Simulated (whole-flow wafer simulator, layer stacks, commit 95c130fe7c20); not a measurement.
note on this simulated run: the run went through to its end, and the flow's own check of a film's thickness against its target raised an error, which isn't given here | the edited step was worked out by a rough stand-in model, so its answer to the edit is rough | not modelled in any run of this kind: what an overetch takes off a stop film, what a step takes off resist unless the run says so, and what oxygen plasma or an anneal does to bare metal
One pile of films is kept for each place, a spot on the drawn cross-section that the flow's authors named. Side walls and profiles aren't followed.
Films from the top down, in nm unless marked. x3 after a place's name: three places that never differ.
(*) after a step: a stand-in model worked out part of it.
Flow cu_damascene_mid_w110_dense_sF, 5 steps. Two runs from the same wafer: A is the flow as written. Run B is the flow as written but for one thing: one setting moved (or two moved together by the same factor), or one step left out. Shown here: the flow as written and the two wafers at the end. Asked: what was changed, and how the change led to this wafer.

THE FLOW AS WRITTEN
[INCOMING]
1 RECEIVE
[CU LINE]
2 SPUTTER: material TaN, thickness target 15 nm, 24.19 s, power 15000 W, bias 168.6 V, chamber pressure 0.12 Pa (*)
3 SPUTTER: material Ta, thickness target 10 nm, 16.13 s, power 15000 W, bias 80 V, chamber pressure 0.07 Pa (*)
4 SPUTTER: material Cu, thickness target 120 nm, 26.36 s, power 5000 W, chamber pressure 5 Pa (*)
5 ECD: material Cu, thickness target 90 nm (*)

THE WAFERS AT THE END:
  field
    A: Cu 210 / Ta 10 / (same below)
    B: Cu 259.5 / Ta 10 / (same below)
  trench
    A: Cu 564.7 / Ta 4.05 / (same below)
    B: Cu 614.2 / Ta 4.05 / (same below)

The cause: step 5, ECD: thickness target 139.5 nm was run, where the flow has thickness target 90 nm.

How the change led to this, step by step:
  5 ECD: material Cu, thickness target 90 nm (*)
      field: A Cu +90 | B Cu +139.5
      trench: A Cu +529 | B Cu +578.5
